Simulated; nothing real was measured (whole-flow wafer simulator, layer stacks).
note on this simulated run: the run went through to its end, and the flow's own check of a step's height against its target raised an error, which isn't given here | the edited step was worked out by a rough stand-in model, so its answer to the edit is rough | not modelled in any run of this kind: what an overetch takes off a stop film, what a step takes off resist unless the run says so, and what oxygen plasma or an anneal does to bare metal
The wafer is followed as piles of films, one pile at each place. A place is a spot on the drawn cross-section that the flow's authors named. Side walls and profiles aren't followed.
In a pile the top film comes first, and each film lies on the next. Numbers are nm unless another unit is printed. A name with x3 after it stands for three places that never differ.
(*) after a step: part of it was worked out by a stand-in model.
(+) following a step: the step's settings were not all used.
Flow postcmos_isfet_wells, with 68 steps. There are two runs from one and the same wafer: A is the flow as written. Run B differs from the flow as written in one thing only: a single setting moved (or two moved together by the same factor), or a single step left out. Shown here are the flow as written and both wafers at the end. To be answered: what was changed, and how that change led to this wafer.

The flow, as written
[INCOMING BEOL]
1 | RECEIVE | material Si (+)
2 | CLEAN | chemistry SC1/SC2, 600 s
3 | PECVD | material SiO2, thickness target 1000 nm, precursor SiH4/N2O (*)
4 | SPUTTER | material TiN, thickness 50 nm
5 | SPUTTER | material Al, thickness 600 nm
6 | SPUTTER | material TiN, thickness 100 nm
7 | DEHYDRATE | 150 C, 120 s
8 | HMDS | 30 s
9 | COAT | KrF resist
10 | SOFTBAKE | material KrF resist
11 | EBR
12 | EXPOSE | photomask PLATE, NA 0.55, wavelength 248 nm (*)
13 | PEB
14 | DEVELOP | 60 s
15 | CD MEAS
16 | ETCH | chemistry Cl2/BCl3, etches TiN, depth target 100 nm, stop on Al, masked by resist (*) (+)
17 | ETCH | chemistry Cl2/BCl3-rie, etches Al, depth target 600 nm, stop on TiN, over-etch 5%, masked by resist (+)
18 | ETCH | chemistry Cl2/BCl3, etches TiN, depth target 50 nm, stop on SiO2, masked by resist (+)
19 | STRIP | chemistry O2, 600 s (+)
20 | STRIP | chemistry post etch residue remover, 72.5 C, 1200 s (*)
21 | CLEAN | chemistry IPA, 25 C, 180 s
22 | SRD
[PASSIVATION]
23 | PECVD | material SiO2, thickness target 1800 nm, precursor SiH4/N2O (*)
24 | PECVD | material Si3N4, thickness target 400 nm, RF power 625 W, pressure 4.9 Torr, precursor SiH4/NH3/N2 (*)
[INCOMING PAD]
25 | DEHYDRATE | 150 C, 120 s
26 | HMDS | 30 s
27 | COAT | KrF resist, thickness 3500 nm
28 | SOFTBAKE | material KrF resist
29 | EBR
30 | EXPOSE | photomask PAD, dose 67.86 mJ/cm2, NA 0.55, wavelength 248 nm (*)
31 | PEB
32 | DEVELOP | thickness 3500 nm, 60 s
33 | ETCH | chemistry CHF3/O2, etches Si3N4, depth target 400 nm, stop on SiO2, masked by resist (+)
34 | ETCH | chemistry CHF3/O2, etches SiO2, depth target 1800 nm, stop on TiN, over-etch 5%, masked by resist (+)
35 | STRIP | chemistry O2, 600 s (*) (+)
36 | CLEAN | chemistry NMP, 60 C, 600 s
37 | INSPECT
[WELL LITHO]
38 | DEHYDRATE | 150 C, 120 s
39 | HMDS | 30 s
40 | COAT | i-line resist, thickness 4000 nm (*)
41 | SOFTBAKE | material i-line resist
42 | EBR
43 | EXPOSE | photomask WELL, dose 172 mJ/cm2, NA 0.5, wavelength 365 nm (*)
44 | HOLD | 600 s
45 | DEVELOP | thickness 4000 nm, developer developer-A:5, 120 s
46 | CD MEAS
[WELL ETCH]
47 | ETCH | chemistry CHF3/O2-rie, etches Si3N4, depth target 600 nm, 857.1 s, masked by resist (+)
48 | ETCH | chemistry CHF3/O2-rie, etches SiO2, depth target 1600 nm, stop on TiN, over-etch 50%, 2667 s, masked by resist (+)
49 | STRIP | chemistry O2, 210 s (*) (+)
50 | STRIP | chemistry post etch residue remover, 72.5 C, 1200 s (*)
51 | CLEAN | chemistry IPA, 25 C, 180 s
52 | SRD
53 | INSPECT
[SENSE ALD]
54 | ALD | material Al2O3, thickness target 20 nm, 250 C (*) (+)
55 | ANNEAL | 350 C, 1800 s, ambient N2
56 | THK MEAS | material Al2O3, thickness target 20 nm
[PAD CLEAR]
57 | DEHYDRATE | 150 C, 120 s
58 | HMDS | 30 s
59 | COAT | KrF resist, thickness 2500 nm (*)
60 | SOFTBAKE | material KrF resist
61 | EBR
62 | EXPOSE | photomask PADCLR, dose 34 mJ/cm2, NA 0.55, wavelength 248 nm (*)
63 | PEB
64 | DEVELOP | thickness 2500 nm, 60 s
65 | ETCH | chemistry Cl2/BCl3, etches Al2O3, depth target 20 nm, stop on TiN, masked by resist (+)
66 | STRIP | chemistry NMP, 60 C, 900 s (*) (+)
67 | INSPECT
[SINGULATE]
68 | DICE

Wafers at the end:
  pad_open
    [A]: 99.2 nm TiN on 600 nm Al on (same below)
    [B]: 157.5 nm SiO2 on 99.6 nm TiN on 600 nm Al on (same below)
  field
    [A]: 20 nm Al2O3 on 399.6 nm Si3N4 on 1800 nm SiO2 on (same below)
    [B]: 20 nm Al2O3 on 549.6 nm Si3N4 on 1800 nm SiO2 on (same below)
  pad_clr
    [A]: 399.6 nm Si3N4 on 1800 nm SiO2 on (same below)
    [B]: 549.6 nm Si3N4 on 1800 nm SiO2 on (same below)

The reason: step 24, PECVD: thickness target 550 nm was run, while the flow as written has thickness target 400 nm.

How this came from the change, step by step:
  24 | PECVD | material Si3N4, thickness target 400 nm, RF power 625 W, pressure 4.9 Torr, precursor SiH4/NH3/N2 (*)
      field, margin, well900, well1300 x3, pad_rim, pad_clr, pad_open: A Si3N4 gains 400 (new film) | B Si3N4 gains 550 (new film)
  33 | ETCH | chemistry CHF3/O2, etches Si3N4, depth target 400 nm, stop on SiO2, masked by resist (+)
      pad_open: A Si3N4 loses 400 (all of it) | B Si3N4 loses 400
  34 | ETCH | chemistry CHF3/O2, etches SiO2, depth target 1800 nm, stop on TiN, over-etch 5%, masked by resist (+)
      pad_open: A SiO2 loses 1800 (all of it) | B Si3N4 loses 150 (all of it), SiO2 loses 1642.5
  47 | ETCH | chemistry CHF3/O2-rie, etches Si3N4, depth target 600 nm, 857.1 s, masked by resist (+)
      well900, well1300 x3: A Si3N4 loses 400 (all of it), SiO2 loses 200 | B Si3N4 loses 550 (all of it), SiO2 loses 50
  48 | ETCH | chemistry CHF3/O2-rie, etches SiO2, depth target 1600 nm, stop on TiN, over-etch 50%, 2667 s, masked by resist (+)
      well900, well1300 x3: A SiO2 loses 1600 (all of it) | B SiO2 loses 1750 (all of it)
  59 | COAT | KrF resist, thickness 2500 nm (*)
      field: A KrF resist gains 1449 (new film) | B KrF resist gains 1377.3 (new film)
      margin: A KrF resist gains 1448.9 (new film) | B KrF resist gains 1377.2 (new film)
  63 | PEB
      field, margin: A KrF resist loses 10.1 | B KrF resist loses 9.58
  66 | STRIP | chemistry NMP, 60 C, 900 s (*) (+)
      field: A KrF resist loses 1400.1 (all of it) | B KrF resist loses 1329 (all of it)
      margin: A KrF resist loses 1400.1 (all of it) | B KrF resist loses 1328.9 (all of it)
